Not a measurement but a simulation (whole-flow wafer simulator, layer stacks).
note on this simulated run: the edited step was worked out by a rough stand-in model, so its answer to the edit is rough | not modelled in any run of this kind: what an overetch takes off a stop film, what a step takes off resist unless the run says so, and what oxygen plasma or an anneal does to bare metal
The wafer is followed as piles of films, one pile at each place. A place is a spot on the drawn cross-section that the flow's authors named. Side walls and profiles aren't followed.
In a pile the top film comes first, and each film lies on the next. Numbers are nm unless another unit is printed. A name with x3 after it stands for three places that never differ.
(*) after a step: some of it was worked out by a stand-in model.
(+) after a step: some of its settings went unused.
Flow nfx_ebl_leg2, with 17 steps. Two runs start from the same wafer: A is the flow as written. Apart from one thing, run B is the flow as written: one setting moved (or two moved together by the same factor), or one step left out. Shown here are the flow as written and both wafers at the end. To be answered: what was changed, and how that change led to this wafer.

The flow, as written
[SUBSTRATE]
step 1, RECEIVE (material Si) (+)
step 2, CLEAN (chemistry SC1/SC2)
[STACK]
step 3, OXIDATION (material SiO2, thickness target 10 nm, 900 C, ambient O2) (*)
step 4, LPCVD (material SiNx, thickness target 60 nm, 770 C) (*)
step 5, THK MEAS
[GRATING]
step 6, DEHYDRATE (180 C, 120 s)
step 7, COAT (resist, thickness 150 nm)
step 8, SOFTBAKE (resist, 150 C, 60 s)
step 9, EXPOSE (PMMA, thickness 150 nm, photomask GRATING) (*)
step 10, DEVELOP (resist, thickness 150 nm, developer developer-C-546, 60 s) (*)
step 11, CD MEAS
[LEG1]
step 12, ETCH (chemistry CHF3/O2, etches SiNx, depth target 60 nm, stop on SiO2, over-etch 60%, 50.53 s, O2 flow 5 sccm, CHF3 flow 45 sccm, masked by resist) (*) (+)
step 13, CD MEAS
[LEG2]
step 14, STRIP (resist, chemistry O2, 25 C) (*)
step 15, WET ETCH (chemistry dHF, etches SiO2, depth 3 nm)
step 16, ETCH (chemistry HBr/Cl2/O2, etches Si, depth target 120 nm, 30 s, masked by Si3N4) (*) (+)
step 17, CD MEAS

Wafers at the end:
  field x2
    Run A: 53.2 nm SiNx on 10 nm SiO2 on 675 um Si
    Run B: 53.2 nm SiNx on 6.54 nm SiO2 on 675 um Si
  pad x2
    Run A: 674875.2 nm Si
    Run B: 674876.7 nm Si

What caused this: step 3, OXIDATION: 855 C was run, though the flow has 900 C.

Step by step, how the change led to this:
  step 3, OXIDATION (material SiO2, thickness target 10 nm, 900 C, ambient O2) (*)
      field x2, pad x2: A SiO2 gains 10 (new film), chemical SiO2 loses 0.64 (all of it), Si loses 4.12 | B SiO2 gains 6.54 (new film), chemical SiO2 loses 0.64 (all of it), Si loses 2.6
  step 12, ETCH (chemistry CHF3/O2, etches SiNx, depth target 60 nm, stop on SiO2, over-etch 60%, 50.53 s, O2 flow 5 sccm, CHF3 flow 45 sccm, masked by resist) (*) (+)
      pad x2: A SiNx loses 60 (all of it), SiO2 loses 10 (all of it) | B SiNx loses 60 (all of it), SiO2 loses 6.54 (all of it)
